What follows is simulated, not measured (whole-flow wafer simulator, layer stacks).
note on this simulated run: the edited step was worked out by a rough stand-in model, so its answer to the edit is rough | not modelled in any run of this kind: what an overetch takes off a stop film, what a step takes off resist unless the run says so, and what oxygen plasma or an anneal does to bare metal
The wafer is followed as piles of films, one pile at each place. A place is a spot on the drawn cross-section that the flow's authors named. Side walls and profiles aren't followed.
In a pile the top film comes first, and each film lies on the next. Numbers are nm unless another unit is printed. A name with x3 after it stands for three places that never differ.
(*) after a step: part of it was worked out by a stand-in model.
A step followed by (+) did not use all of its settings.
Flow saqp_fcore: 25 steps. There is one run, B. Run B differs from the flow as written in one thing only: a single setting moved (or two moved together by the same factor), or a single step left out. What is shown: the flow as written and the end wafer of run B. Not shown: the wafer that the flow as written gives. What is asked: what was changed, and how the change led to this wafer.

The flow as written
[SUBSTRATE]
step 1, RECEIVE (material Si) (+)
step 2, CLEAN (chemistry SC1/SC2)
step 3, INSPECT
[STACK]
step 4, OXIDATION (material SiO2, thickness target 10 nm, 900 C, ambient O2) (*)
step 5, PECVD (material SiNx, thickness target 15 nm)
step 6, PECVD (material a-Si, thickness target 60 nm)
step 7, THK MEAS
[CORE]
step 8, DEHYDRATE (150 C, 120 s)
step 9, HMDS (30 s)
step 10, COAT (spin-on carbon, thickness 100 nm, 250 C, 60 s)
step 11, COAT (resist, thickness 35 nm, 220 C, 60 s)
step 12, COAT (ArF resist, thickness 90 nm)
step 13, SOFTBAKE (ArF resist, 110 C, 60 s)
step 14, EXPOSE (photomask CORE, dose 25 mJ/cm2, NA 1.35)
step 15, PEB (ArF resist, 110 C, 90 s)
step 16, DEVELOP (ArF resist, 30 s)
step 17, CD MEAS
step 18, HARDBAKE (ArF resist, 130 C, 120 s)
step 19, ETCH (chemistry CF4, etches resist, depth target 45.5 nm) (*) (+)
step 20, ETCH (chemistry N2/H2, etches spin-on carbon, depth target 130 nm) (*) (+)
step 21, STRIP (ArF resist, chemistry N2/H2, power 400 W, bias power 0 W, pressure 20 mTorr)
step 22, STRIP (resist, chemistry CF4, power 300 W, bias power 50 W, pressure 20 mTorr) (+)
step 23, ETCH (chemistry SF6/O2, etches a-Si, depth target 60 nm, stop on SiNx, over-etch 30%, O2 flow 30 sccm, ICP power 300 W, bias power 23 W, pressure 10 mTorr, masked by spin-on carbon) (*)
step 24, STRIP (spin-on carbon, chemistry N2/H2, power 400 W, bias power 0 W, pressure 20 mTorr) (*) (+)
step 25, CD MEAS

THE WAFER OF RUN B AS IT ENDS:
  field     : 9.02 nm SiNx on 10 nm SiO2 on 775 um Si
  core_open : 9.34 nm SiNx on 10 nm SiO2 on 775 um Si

Cause: step 23, ETCH: over-etch 41.2% was run, while the flow as written has over-etch 30%.

Step by step, how the change led to this:
  step 23, ETCH (chemistry SF6/O2, etches a-Si, depth target 60 nm, stop on SiNx, over-etch 30%, O2 flow 30 sccm, ICP power 300 W, bias power 23 W, pressure 10 mTorr, masked by spin-on carbon) (*)
      field: a-Si loses 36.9 (all of it), SiNx loses 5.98 (as written it would have been: a-Si loses 36.9 (all of it), SiNx loses 5.14)
      core_open: a-Si loses 39.4 (all of it), SiNx loses 5.66 (as written it would have been: a-Si loses 39.4 (all of it), SiNx loses 4.82)
      (also at 1 further place)
